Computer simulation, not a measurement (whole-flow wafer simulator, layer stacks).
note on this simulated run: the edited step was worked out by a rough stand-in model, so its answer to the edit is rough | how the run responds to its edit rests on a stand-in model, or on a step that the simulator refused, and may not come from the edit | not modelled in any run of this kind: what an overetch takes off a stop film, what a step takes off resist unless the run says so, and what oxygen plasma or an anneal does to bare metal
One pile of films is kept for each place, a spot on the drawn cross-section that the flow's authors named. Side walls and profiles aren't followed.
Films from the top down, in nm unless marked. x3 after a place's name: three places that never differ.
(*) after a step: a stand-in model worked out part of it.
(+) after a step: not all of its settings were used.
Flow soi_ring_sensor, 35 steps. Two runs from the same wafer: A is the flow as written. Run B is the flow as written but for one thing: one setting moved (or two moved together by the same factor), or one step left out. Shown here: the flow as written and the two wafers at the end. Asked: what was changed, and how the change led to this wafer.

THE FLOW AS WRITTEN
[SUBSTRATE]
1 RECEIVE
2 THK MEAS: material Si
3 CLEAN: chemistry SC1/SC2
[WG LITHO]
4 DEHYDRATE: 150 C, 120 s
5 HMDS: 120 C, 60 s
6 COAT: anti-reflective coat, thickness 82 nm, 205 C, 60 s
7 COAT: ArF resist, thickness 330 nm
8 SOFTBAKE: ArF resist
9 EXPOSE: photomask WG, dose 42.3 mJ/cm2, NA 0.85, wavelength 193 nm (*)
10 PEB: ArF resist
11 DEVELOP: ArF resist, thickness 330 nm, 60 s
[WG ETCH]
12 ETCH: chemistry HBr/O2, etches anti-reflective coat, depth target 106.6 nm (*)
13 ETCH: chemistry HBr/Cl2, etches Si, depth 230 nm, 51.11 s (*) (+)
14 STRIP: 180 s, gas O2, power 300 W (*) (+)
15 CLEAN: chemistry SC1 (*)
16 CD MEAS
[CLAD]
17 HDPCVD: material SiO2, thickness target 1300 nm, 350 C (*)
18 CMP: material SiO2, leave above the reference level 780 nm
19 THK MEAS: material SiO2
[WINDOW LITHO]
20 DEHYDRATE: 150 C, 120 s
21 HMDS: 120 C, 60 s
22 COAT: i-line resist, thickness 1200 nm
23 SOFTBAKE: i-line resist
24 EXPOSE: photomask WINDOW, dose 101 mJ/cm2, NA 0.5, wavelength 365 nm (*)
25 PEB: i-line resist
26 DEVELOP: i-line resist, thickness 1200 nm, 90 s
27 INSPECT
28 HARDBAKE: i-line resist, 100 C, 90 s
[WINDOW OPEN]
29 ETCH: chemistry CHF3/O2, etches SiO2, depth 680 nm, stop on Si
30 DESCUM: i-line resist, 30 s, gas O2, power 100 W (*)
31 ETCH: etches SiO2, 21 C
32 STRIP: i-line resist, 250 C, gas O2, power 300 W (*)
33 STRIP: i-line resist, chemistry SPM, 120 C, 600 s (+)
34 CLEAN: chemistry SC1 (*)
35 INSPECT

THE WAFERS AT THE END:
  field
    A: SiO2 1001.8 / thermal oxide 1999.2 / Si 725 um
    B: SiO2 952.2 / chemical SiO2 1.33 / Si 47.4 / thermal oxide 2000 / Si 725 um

The cause: step 13, ETCH: depth 172 nm was run, where the flow has depth 230 nm; step 13, ETCH: 38.33 s was run, where the flow has 51.11 s.

How the change led to this, step by step:
  13 ETCH: chemistry HBr/Cl2, etches Si, depth 230 nm, 51.11 s (*) (+)
      gap, window, field, gap_clad: A Si -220 (all of it), thermal oxide -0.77 | B Si -172
      core, core_clad: A ArF resist -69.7 | B ArF resist -52.3
  14 STRIP: 180 s, gas O2, power 300 W (*) (+)
      gap, window, field, gap_clad: A nothing | B chemical SiO2 +1.33 (new film), Si -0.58
      core, core_clad: A ArF resist -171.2 (all of it), anti-reflective coat -82 (all of it), chemical SiO2 +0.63, Si -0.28 | B ArF resist -188.6 (all of it), anti-reflective coat -82 (all of it), chemical SiO2 +0.62, Si -0.27
  18 CMP: material SiO2, leave above the reference level 780 nm
      gap, window, field, gap_clad: A SiO2 -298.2 | B SiO2 -347.8
